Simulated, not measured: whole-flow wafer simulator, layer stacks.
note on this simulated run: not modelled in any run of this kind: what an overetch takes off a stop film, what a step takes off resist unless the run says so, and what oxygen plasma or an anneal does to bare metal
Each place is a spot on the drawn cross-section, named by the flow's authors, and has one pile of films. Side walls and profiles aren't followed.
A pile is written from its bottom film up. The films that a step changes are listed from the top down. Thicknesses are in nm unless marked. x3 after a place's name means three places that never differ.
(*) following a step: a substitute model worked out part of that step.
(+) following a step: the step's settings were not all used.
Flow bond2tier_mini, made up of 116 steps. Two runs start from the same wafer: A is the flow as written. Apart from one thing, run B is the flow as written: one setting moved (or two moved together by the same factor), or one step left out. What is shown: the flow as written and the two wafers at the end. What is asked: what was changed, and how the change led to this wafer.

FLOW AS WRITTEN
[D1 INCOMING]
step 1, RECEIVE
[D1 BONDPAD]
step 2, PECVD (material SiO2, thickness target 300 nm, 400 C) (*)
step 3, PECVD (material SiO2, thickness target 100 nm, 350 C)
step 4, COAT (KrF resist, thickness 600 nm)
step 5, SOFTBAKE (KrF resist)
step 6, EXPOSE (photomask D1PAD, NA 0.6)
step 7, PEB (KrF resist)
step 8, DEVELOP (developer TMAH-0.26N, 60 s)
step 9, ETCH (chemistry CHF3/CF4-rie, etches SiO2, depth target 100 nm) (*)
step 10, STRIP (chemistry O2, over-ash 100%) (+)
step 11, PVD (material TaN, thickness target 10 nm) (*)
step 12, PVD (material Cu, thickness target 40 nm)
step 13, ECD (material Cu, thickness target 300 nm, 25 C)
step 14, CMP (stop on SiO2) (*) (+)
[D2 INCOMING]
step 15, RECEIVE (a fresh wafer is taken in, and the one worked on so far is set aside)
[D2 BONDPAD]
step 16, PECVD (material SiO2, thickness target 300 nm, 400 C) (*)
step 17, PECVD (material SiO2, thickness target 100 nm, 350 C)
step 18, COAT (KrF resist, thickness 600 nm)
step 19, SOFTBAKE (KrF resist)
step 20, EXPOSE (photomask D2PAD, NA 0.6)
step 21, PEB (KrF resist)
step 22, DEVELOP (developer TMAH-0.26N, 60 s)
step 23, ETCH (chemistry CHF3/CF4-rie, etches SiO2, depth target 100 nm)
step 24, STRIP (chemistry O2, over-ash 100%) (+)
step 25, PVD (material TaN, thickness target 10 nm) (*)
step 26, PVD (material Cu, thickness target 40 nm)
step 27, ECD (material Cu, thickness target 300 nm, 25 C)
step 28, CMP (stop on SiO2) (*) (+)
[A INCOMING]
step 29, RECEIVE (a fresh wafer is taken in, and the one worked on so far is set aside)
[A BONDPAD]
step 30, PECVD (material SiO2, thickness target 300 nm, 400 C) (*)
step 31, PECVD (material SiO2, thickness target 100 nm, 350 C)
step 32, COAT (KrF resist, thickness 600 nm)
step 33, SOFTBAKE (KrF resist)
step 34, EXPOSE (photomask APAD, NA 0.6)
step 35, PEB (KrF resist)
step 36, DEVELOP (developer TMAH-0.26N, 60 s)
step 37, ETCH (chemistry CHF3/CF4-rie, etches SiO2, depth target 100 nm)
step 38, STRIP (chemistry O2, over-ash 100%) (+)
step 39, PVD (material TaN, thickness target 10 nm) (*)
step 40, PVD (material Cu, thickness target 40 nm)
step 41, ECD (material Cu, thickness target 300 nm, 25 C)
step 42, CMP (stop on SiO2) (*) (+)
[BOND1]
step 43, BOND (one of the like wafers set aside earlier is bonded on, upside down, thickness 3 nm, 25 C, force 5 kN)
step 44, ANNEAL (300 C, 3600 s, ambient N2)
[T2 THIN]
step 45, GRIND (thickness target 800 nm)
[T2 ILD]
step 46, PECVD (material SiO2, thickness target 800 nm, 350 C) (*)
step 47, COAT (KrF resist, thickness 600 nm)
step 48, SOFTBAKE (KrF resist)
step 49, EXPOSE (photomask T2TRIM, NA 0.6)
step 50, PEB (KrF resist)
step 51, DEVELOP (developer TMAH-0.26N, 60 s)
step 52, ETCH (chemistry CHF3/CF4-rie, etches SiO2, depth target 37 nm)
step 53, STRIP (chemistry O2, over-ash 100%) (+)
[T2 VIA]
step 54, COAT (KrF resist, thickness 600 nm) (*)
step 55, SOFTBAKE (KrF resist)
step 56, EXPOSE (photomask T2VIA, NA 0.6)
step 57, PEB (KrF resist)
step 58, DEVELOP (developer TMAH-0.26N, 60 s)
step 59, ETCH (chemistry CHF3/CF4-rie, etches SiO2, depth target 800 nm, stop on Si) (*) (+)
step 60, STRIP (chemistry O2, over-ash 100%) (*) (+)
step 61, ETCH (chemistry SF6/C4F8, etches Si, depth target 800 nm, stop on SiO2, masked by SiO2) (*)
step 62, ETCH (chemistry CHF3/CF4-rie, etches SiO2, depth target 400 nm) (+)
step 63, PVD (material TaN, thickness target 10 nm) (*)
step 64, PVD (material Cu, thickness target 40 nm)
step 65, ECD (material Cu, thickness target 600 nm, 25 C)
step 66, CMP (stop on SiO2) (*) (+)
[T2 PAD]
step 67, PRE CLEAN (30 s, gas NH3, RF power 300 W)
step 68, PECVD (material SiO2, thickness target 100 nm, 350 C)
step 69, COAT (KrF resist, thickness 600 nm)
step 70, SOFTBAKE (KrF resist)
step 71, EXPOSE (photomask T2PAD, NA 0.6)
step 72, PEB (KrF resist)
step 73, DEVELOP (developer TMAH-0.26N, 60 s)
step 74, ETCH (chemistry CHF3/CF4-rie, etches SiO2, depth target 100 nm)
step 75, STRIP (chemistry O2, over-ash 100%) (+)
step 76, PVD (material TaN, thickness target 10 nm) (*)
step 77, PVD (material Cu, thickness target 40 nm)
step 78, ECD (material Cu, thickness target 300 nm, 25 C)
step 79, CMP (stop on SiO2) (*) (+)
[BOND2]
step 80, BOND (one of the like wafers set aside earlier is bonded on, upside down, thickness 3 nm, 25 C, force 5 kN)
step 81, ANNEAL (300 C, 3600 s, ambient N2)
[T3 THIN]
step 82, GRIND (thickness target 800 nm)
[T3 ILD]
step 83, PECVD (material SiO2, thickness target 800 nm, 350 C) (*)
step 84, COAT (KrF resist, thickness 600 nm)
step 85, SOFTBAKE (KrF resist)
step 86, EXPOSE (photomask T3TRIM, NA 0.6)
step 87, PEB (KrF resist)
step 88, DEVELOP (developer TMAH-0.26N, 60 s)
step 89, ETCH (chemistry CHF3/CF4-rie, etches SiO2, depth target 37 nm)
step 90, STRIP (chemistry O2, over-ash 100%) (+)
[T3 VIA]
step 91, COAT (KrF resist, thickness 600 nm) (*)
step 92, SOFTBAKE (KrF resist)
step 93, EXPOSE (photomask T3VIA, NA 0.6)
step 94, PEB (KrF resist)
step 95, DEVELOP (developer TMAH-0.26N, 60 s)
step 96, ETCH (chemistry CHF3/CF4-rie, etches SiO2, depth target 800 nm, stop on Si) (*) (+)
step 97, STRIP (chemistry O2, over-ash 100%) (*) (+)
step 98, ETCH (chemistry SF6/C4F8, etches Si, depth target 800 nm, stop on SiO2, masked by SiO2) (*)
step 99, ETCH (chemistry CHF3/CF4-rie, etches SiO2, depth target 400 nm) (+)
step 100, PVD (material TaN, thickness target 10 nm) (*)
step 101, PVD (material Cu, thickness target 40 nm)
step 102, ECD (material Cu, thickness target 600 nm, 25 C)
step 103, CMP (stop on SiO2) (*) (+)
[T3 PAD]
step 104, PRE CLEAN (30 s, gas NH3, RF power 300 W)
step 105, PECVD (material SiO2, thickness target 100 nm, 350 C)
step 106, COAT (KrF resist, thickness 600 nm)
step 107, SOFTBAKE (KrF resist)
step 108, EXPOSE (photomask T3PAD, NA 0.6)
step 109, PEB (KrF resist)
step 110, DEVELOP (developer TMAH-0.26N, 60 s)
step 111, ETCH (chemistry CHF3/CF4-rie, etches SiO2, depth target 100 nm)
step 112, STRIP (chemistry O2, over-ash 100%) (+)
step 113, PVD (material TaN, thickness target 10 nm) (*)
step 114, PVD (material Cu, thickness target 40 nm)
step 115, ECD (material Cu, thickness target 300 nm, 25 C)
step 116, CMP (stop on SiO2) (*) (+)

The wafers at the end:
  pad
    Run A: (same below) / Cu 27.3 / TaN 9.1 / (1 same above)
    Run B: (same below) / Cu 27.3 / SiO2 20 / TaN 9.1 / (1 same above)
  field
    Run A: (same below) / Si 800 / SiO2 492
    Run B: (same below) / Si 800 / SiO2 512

Cause: step 105, PECVD: thickness target 120 nm was run, whereas the flow has thickness target 100 nm.

The path from the change to this, step by step:
  step 105, PECVD (material SiO2, thickness target 100 nm, 350 C)
      field: A +100 SiO2 | B +120 SiO2
      pad: A +100 SiO2 (new film) | B +120 SiO2 (new film)
  step 111, ETCH (chemistry CHF3/CF4-rie, etches SiO2, depth target 100 nm)
      pad: A -100 SiO2 (all of it) | B -100 SiO2
With metal films that touch counted as one body, pad has 4 bodies (between them, from the top down: SiO2 20; SiO2 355 / Si 800 / chemical SiO2 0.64 / SiO2 300; SiO2 355 / Si 800 / chemical SiO2 0.64 / SiO2 300); the flow as written gives 3 bodies (between them, from the top down: SiO2 355 / Si 800 / chemical SiO2 0.64 / SiO2 300; SiO2 355 / Si 800 / chemical SiO2 0.64 / SiO2 300).
